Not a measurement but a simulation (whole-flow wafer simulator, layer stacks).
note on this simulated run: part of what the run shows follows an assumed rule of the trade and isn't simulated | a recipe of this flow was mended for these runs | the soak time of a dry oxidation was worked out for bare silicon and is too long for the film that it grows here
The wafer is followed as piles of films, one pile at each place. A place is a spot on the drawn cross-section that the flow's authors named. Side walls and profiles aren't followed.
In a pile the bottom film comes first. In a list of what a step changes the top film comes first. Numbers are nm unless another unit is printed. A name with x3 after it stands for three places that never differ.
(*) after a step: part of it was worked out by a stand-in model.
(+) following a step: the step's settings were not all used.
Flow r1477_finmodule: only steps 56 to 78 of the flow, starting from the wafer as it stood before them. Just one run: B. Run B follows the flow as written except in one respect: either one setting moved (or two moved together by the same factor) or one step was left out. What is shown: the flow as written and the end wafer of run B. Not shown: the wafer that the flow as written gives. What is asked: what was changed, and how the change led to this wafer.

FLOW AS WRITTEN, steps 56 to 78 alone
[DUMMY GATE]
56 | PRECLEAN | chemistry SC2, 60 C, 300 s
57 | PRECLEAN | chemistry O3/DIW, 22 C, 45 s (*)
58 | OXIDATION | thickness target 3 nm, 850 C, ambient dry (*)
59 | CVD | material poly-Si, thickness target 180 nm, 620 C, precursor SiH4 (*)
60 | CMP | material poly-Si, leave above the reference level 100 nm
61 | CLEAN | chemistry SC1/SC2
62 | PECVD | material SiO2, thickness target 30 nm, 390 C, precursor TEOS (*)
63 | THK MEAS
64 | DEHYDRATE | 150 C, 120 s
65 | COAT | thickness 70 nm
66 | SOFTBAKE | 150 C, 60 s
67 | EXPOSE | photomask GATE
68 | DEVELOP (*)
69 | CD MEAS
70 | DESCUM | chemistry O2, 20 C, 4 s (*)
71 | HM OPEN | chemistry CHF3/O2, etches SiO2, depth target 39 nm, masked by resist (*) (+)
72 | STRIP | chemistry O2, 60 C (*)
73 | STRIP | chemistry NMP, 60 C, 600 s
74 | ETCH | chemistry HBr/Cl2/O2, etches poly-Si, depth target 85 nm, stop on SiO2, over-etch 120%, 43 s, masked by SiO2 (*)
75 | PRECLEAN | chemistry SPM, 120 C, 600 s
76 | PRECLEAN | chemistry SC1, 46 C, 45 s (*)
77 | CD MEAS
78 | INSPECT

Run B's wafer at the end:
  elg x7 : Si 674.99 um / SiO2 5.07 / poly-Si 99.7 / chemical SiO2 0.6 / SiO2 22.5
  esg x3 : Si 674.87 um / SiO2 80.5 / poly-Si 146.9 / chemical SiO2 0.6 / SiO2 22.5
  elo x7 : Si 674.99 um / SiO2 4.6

Cause: step 58, OXIDATION: 892.5 C was run, whereas the flow has 850 C.

Step by step, how the change led to this:
  58 | OXIDATION | thickness target 3 nm, 850 C, ambient dry (*)
      esg x3, e200sg, s40cg x3, s40sg x3, eso x3, e200so, s40co x3, s40so x3: +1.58 SiO2, -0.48 chemical SiO2 (all of it), -0.48 Si (in the flow as written it would be: +1.01 SiO2, -0.48 chemical SiO2 (all of it), -0.23 Si)
      elg x7, elo x7: +5.07 SiO2 (new film), -0.85 chemical SiO2 (all of it), -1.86 Si (in the flow as written it would be: +3 SiO2 (new film), -0.85 chemical SiO2 (all of it), -0.95 Si)
      (and at 2 other places as well)
  60 | CMP | material poly-Si, leave above the reference level 100 nm
      pad, padg: -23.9 poly-Si (in the flow as written it would be: -24.8 poly-Si)
